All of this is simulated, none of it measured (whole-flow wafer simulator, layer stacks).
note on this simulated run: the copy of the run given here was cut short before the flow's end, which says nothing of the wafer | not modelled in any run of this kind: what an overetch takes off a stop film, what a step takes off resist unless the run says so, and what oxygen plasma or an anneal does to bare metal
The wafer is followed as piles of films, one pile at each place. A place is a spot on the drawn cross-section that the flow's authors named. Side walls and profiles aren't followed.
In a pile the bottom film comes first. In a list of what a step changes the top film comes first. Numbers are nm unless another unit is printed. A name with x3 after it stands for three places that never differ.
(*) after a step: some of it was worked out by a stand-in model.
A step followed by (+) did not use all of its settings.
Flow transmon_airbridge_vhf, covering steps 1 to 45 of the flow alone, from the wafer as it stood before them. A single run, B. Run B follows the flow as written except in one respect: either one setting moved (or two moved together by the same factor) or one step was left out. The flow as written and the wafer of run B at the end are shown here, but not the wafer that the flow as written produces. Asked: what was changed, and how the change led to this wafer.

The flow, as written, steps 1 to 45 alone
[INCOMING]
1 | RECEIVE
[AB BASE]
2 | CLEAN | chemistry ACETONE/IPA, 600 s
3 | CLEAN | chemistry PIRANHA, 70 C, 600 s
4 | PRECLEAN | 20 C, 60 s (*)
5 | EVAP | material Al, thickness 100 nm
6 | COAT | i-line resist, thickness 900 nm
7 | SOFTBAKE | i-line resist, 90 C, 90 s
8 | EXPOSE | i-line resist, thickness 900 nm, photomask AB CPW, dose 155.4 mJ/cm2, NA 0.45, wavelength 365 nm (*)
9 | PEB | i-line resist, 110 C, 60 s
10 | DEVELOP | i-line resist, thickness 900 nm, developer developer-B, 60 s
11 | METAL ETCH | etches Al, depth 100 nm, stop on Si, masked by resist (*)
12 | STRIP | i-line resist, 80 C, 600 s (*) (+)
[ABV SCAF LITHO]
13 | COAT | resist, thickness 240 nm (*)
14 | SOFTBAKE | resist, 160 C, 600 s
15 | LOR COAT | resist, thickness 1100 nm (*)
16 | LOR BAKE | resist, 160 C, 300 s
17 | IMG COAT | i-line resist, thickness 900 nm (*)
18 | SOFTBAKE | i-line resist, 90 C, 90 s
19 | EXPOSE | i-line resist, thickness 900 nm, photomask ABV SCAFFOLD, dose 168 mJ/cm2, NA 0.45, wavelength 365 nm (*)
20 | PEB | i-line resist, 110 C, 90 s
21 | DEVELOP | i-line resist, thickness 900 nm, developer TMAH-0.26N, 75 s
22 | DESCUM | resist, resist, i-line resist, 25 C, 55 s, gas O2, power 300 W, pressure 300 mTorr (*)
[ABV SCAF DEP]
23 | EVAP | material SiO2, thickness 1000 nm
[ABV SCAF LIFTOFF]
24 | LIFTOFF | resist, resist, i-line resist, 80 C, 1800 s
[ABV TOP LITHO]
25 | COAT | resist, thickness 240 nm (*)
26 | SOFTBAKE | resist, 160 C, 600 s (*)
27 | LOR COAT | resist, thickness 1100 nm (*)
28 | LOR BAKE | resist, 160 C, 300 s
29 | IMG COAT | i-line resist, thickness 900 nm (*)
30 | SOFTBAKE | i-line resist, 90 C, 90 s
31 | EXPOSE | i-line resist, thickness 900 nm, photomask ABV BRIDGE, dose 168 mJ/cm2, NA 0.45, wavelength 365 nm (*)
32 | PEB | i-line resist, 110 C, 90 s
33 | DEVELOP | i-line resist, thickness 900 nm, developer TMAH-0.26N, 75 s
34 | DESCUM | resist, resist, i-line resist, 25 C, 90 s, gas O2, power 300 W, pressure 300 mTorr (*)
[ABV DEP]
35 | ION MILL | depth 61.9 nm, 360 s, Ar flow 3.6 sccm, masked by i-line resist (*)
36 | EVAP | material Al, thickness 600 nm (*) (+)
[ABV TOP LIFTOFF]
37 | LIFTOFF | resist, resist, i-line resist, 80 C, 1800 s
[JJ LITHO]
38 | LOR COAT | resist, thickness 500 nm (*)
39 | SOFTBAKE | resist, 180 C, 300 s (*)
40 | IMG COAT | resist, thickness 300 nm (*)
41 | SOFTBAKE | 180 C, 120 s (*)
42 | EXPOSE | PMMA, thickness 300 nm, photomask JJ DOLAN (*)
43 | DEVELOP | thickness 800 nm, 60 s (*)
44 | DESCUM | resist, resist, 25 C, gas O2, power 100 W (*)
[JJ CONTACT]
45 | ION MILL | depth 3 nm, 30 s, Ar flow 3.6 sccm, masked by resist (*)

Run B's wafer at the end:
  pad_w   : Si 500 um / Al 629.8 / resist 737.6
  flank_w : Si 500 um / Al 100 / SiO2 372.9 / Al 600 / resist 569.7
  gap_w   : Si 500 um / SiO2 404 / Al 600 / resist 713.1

The reason: step 23, EVAP: thickness 440 nm was run, while the flow as written has thickness 1000 nm.

How this came from the change, step by step:
  23 | EVAP | material SiO2, thickness 1000 nm
      field x3, jj_line, ground_far and 10 more: +440 SiO2 (new film) (in the flow as written it would be: +1000 SiO2 (new film))
      flank_w, flank_e: +408.9 SiO2 (new film) (in the flow as written it would be: +929.3 SiO2 (new film))
  24 | LIFTOFF | resist, resist, i-line resist, 80 C, 1800 s
      field x3, jj_line, trace_open_s x2: -440 SiO2 (all of it), -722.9 i-line resist (all of it), -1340 resist (all of it) (in the flow as written it would be: -1000 SiO2 (all of it), -722.9 i-line resist (all of it), -1340 resist (all of it))
      pad_w, pad_e: -440 SiO2 (all of it), -718 i-line resist (all of it), -1330.2 resist (all of it) (in the flow as written it would be: -1000 SiO2 (all of it), -718 i-line resist (all of it), -1330.2 resist (all of it))
      (also at 1 further place)
  25 | COAT | resist, thickness 240 nm (*)
      flank_w, flank_e: +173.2 resist (new film) (in the flow as written it would be: +152.6 resist (new film))
      gap_w, gap_e: +234.2 resist (new film) (in the flow as written it would be: +210.7 resist (new film))
      (also at 6 further places)
  27 | LOR COAT | resist, thickness 1100 nm (*)
      gap_w, gap_e: +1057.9 resist (in the flow as written it would be: +977.8 resist)
      margin_s, margin_n: +969.1 resist (in the flow as written it would be: +823.4 resist)
      (also at 6 further places)
  29 | IMG COAT | i-line resist, thickness 900 nm (*)
      gap_w, gap_e: +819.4 i-line resist (new film) (in the flow as written it would be: +681.7 i-line resist (new film))
      margin_s, margin_n: +778.1 i-line resist (new film) (in the flow as written it would be: +603.2 i-line resist (new film))
      (also at 7 further places)
  30 | SOFTBAKE | i-line resist, 90 C, 90 s
      flank_w, flank_e: -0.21 i-line resist (in the flow as written it would be: -0.73 i-line resist)
  32 | PEB | i-line resist, 110 C, 90 s
      pad_w, pad_e: -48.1 i-line resist (in the flow as written it would be: -51 i-line resist)
      flank_w, flank_e: -43.7 i-line resist (in the flow as written it would be: -38.3 i-line resist)
      (also at 7 further places)
  33 | DEVELOP | i-line resist, thickness 900 nm, developer TMAH-0.26N, 75 s
      gap_w, gap_e: -777.4 i-line resist (all of it), -1057.9 resist (in the flow as written it would be: -646.9 i-line resist (all of it), -977.8 resist)
      pad_w: -887.9 i-line resist (all of it), -1158.9 resist (in the flow as written it would be: -937.2 i-line resist (all of it), -1247.8 resist)
      (also at 5 further places)
  34 | DESCUM | resist, resist, i-line resist, 25 C, 90 s, gas O2, power 300 W, pressure 300 mTorr (*)
      flank_w, flank_e: -173.2 resist (all of it) (in the flow as written it would be: -152.6 resist (all of it))
      gap_w, gap_e: -234.2 resist (all of it) (in the flow as written it would be: -210.7 resist (all of it))
      (also at 4 further places)
  37 | LIFTOFF | resist, resist, i-line resist, 80 C, 1800 s
      margin_s, margin_n: -600 Al (all of it), -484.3 i-line resist (all of it), -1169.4 resist (all of it) (in the flow as written it would be: -600 Al (all of it), -318.3 i-line resist (all of it), -992 resist (all of it))
      ground_far: -600 Al (all of it), -648.1 i-line resist (all of it), -1362.7 resist (all of it) (in the flow as written it would be: -600 Al (all of it), -717.9 i-line resist (all of it), -1384.9 resist (all of it))
  38 | LOR COAT | resist, thickness 500 nm (*)
      pad_w, pad_e: +484.2 resist (new film) (in the flow as written it would be: +517 resist (new film))
      flank_w, flank_e: +372.6 resist (new film) (in the flow as written it would be: +306.5 resist (new film))
      (also at 6 further places)
  40 | IMG COAT | resist, thickness 300 nm (*)
      pad_w, pad_e: +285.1 resist (in the flow as written it would be: +300.1 resist)
      flank_w, flank_e: +228.9 resist (in the flow as written it would be: +212.1 resist)
      (also at 6 further places)
